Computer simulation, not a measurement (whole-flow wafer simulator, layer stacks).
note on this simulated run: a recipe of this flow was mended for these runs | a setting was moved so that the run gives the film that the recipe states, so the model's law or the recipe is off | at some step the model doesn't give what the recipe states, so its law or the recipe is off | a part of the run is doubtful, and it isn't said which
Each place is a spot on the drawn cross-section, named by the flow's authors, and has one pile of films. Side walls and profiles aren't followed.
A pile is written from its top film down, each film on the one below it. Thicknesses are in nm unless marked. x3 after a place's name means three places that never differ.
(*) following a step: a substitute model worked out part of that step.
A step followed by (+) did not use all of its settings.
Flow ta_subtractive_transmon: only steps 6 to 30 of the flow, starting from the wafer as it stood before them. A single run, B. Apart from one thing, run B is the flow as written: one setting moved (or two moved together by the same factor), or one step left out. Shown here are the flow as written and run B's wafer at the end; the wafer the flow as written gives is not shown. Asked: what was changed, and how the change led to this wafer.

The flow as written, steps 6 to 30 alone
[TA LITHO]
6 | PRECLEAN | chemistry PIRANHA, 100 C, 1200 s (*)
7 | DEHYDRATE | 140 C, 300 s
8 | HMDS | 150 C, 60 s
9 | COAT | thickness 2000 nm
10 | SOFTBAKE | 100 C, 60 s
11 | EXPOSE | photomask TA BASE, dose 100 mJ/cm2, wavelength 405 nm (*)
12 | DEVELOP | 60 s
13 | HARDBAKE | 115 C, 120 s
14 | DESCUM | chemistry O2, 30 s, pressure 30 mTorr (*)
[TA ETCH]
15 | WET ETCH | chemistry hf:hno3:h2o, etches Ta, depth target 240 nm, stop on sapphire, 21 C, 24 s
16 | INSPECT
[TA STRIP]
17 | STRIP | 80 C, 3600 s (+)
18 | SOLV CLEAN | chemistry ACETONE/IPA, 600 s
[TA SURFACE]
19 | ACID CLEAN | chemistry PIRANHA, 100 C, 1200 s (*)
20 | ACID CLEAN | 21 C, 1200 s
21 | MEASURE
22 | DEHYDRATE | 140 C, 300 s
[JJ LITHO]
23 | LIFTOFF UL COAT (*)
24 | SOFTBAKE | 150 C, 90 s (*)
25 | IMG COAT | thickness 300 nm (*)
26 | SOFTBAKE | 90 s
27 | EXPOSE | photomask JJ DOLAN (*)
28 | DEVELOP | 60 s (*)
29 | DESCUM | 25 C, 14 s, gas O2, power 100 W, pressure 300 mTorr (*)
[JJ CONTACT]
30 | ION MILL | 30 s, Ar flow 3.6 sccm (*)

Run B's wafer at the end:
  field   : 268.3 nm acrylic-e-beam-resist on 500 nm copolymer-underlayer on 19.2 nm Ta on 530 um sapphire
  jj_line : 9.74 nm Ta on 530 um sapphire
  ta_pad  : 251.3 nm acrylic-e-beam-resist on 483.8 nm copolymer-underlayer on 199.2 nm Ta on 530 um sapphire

The reason: step 15, WET ETCH: depth target 180 nm was run, whereas the flow has depth target 240 nm; step 15, WET ETCH: 18 s was run, where the flow has 24 s.

How this came from the change, step by step:
  15 | WET ETCH | chemistry hf:hno3:h2o, etches Ta, depth target 240 nm, stop on sapphire, 21 C, 24 s
      field, jj_line, jj_bridge, lead: Ta loses 180 (in the flow as written it would be: Ta loses 199.7 (all of it))
  30 | ION MILL | 30 s, Ar flow 3.6 sccm (*)
      jj_line, lead: Ta loses 9.45 (in the flow as written it would be: sapphire loses 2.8)
Taking metal films that touch as one body, field has 1 body; the flow as written gives 0 bodies.
Taking metal films that touch as one body, jj_line has 1 body; the flow as written gives 0 bodies.
